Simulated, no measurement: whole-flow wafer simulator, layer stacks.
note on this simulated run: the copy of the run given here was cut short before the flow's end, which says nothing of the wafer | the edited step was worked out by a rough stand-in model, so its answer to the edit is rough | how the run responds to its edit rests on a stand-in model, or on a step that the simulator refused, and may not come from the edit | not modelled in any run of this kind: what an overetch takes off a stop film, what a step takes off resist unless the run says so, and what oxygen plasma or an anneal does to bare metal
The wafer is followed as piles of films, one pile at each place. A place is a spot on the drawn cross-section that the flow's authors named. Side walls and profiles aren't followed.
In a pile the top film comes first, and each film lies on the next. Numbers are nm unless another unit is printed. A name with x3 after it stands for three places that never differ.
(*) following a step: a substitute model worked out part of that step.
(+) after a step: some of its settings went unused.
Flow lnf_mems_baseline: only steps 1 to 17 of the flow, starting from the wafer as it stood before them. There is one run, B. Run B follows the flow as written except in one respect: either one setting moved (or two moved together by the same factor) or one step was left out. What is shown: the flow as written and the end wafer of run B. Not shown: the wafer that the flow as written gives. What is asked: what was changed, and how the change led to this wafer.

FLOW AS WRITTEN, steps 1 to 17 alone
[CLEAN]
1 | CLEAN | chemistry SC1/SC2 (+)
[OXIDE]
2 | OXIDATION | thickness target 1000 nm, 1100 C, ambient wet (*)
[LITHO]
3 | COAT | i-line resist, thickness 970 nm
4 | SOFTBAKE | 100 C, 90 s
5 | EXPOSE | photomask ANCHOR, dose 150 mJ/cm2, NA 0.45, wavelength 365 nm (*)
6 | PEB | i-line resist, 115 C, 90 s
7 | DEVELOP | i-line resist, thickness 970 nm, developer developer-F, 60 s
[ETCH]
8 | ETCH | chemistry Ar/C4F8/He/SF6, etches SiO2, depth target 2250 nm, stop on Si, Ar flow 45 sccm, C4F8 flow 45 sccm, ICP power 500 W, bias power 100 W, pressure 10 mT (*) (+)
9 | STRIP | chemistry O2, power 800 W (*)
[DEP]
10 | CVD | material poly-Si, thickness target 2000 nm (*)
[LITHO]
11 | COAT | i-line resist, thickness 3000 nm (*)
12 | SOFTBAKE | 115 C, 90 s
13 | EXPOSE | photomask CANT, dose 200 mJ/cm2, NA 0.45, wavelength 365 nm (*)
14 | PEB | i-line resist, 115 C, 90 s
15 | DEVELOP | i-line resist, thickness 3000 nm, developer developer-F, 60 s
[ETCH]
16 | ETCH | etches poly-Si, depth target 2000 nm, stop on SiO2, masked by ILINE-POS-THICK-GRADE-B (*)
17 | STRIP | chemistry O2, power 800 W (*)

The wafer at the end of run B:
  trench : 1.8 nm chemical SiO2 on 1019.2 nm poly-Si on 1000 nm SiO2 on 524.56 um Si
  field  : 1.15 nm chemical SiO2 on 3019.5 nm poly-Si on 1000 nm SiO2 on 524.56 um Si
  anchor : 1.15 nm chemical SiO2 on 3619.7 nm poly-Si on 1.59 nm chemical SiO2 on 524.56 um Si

Cause: step 10, CVD: thickness target 3020 nm was run, whereas the flow has thickness target 2000 nm.

Step by step, how the change led to this:
  10 | CVD | material poly-Si, thickness target 2000 nm (*)
      field, beam, trench, char_slit: poly-Si gains 3020 (new film) (it would be, as written: poly-Si gains 2000 (new film))
      anchor: poly-Si gains 3620.3 (new film) (it would be, as written: poly-Si gains 2322 (new film))
  11 | COAT | i-line resist, thickness 3000 nm (*)
      anchor: i-line resist gains 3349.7 (new film) (it would be, as written: i-line resist gains 3611.6 (new film))
  12 | SOFTBAKE | 115 C, 90 s
      field: i-line resist loses 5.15 (it would be, as written: i-line resist loses 6.66)
      anchor: i-line resist gains 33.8 (it would be, as written: i-line resist gains 45.4)
      (and at 2 other places as well)
  14 | PEB | i-line resist, 115 C, 90 s
      anchor: i-line resist loses 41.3 (it would be, as written: i-line resist loses 46.1)
  16 | ETCH | etches poly-Si, depth target 2000 nm, stop on SiO2, masked by ILINE-POS-THICK-GRADE-B (*)
      trench, char_slit: poly-Si loses 2000 (it would be, as written: poly-Si loses 2000 (all of it))
  17 | STRIP | chemistry O2, power 800 W (*)
      trench, char_slit: chemical SiO2 gains 1.8 (new film), poly-Si loses 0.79 (it would be, as written: nothing)
      anchor: chemical SiO2 gains 1.15 (new film), i-line resist loses 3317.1 (all of it), poly-Si loses 0.51 (it would be, as written: chemical SiO2 gains 1.17 (new film), i-line resist loses 3585.8 (all of it), poly-Si loses 0.52)
